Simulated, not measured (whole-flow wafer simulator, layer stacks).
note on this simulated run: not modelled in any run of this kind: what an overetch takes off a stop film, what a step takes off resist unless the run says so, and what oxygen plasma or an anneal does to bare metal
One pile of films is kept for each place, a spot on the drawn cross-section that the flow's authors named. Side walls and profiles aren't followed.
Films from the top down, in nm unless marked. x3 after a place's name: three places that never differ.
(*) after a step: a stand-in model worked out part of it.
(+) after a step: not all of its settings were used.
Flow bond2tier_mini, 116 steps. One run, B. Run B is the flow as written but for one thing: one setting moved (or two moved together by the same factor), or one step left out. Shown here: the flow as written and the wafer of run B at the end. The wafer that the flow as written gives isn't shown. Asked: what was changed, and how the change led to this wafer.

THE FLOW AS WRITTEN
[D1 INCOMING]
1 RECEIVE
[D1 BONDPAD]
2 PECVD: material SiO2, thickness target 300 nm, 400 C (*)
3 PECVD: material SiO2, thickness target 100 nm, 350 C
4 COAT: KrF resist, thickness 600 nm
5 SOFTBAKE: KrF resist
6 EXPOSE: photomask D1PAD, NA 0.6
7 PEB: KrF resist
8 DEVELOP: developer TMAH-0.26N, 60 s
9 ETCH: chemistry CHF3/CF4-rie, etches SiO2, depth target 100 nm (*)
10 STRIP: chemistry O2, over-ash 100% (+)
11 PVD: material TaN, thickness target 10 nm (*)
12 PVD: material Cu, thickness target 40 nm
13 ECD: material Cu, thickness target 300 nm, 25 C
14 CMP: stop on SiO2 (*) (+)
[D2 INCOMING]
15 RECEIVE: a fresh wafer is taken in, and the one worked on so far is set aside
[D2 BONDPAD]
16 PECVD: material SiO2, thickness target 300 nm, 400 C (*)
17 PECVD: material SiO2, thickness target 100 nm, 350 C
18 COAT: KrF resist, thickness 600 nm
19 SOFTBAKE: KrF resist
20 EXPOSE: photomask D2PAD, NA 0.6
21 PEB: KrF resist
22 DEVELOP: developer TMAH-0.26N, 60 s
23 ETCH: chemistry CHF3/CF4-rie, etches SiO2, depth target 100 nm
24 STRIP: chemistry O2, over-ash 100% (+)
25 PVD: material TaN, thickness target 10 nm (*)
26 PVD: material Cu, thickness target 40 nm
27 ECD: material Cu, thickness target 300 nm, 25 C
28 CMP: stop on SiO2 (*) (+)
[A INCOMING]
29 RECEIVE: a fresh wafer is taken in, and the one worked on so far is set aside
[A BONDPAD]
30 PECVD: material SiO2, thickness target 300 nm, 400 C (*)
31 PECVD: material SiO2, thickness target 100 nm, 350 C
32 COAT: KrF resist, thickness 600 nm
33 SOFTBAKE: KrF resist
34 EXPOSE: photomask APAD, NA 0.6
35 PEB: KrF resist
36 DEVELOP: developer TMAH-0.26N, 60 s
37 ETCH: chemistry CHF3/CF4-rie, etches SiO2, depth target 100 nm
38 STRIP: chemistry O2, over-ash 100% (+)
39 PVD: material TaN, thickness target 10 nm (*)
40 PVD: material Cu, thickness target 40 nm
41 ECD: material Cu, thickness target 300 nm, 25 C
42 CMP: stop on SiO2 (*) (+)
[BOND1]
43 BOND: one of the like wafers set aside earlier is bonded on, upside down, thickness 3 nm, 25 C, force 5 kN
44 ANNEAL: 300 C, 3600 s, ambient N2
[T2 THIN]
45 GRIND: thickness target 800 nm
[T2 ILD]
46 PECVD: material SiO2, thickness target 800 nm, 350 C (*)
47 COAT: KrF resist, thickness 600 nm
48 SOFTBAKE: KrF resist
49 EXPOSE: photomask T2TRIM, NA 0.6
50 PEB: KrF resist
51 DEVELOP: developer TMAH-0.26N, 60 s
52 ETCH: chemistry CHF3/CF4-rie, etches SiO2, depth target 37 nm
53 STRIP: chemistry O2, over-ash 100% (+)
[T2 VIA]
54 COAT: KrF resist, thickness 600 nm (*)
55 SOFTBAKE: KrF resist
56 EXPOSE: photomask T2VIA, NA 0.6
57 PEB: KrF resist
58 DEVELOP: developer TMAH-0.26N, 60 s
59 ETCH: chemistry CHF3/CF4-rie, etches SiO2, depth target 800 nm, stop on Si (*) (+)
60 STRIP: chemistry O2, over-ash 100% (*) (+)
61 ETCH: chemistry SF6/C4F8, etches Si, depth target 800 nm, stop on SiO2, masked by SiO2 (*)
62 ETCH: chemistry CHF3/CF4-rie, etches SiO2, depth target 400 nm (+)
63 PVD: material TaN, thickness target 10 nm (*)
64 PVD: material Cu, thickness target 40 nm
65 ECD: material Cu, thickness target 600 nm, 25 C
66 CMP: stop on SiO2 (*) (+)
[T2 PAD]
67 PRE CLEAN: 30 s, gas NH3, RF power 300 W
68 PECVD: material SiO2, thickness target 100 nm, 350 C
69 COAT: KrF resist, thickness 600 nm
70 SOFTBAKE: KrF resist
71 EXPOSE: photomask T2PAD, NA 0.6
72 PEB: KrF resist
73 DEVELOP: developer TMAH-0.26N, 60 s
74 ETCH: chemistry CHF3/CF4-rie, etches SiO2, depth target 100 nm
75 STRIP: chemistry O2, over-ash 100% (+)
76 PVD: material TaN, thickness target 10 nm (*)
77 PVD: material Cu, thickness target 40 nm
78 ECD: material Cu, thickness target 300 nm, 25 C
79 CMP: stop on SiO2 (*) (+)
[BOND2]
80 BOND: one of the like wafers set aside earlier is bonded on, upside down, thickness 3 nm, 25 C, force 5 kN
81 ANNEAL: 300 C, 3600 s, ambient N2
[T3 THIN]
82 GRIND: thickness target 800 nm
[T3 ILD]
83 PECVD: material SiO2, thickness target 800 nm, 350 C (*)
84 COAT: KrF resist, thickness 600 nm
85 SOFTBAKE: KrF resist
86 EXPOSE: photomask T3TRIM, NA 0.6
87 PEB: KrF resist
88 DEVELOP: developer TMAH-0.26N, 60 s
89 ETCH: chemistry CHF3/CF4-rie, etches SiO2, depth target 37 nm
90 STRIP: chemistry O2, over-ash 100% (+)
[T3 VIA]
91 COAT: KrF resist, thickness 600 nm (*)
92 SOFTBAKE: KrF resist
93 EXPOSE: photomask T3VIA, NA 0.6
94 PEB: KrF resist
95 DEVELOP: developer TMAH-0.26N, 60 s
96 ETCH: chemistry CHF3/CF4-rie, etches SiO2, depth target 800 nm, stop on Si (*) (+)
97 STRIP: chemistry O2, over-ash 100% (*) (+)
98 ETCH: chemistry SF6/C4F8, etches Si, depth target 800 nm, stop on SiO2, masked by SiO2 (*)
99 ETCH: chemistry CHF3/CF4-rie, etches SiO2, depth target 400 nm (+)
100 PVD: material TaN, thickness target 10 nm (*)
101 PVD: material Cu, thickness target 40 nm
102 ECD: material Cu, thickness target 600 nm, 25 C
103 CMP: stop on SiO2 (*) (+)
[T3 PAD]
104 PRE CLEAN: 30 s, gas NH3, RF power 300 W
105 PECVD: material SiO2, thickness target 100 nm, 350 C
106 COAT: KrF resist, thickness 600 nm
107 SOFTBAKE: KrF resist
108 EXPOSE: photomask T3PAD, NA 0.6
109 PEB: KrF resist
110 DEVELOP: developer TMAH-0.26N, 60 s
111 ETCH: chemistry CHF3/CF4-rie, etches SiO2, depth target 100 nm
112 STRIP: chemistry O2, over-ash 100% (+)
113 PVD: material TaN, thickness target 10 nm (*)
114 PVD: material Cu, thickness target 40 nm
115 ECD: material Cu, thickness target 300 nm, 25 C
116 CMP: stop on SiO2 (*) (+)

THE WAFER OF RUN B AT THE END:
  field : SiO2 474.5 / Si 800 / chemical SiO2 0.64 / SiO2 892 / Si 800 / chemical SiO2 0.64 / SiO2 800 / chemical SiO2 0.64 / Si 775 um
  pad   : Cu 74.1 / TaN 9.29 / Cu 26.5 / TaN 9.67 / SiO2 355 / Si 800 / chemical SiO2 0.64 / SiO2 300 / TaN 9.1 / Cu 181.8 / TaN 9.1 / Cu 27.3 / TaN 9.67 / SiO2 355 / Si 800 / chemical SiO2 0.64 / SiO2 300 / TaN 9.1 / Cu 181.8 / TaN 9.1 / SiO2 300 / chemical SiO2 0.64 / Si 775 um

The cause: step 105, PECVD: thickness target 82.5 nm was run, where the flow has thickness target 100 nm.

How the change led to this, step by step:
  105 PECVD: material SiO2, thickness target 100 nm, 350 C
      field: SiO2 +82.5 (as written it would be: SiO2 +100)
      pad: SiO2 +82.5 (new film) (as written it would be: SiO2 +100 (new film))
  111 ETCH: chemistry CHF3/CF4-rie, etches SiO2, depth target 100 nm
      pad: SiO2 -82.5 (all of it), Cu -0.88 (as written it would be: SiO2 -100 (all of it))
  115 ECD: material Cu, thickness target 300 nm, 25 C
      pad: Cu +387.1 (as written it would be: Cu +404.5)
